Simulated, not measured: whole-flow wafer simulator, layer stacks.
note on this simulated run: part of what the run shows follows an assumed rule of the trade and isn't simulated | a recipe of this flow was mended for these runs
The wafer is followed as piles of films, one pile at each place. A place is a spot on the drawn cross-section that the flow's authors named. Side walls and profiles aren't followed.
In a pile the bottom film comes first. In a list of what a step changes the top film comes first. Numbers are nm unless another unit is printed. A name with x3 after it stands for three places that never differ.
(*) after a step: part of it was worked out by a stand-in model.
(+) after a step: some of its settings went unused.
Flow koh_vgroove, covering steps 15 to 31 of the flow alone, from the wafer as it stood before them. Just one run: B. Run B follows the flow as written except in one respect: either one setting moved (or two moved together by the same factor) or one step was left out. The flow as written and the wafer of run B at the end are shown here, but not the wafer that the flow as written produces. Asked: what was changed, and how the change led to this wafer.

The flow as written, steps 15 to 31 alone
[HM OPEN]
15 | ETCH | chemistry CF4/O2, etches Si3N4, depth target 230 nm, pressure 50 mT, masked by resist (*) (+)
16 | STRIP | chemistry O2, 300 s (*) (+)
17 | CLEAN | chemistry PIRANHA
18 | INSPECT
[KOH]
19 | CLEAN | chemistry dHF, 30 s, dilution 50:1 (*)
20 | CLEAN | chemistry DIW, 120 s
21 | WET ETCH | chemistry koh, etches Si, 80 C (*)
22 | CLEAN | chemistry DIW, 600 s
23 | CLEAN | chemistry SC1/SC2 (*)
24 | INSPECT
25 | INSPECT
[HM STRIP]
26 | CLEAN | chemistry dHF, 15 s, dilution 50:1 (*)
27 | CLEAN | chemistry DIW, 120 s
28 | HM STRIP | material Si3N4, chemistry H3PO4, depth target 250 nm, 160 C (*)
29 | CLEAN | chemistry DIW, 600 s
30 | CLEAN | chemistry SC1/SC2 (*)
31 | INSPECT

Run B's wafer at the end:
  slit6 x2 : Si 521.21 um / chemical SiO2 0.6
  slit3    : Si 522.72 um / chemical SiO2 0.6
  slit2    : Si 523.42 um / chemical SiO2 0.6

What caused this: step 15, ETCH: depth target 247 nm was run, whereas the flow has depth target 230 nm.

Step by step, how the change led to this:
  15 | ETCH | chemistry CF4/O2, etches Si3N4, depth target 230 nm, pressure 50 mT, masked by resist (*) (+)
      slit3, slit2, slit6 x2: Si3N4 loses 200 (all of it), chemical SiO2 loses 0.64 (all of it), Si loses 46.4 (in the flow as written it would be: Si3N4 loses 200 (all of it), chemical SiO2 loses 0.64 (all of it), Si loses 29.4)
      field: i-line-resist loses 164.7 (in the flow as written it would be: i-line-resist loses 153.3)
